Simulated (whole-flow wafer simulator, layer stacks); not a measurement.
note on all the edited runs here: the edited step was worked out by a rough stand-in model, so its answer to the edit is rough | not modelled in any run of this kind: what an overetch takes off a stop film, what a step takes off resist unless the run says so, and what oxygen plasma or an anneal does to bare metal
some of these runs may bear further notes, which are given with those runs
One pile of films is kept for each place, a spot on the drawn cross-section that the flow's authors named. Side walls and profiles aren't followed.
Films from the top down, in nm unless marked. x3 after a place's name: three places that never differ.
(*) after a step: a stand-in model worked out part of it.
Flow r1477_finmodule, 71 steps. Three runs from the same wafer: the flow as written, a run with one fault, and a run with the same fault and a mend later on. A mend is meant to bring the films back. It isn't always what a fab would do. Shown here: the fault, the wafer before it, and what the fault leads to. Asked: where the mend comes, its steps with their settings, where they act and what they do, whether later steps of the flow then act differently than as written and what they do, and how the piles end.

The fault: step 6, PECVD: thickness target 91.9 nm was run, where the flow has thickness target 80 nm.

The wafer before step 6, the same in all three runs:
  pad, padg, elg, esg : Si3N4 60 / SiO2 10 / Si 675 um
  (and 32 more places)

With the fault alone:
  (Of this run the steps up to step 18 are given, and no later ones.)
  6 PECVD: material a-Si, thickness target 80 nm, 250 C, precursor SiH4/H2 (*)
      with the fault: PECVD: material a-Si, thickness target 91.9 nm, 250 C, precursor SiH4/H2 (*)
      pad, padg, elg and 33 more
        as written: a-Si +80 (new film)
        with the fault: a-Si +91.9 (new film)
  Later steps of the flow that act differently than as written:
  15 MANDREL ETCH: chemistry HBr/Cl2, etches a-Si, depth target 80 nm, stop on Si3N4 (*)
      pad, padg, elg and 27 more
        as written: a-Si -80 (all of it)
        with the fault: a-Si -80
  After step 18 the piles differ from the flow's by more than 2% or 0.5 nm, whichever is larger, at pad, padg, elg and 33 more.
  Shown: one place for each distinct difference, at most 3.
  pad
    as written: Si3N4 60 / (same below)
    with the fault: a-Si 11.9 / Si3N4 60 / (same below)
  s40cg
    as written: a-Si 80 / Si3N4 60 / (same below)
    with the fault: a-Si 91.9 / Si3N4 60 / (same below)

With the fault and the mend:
  The mend comes after step 7.
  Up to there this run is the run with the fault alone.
  7a ETCH: chemistry tmah, depth target 105.7 nm
      pad, padg, elg and 33 more
        a-Si -91.9 (all of it)
  7b PECVD: material a-Si, thickness target 80 nm, 250 C, precursor SiH4/H2 (*) (the flow's step 6 once more)
      pad, padg, elg and 33 more
        a-Si +80 (new film)
  No later step of the flow acts differently than as written at any place that is followed.
  At the end the piles are the same as the flow's at every place that both follow.
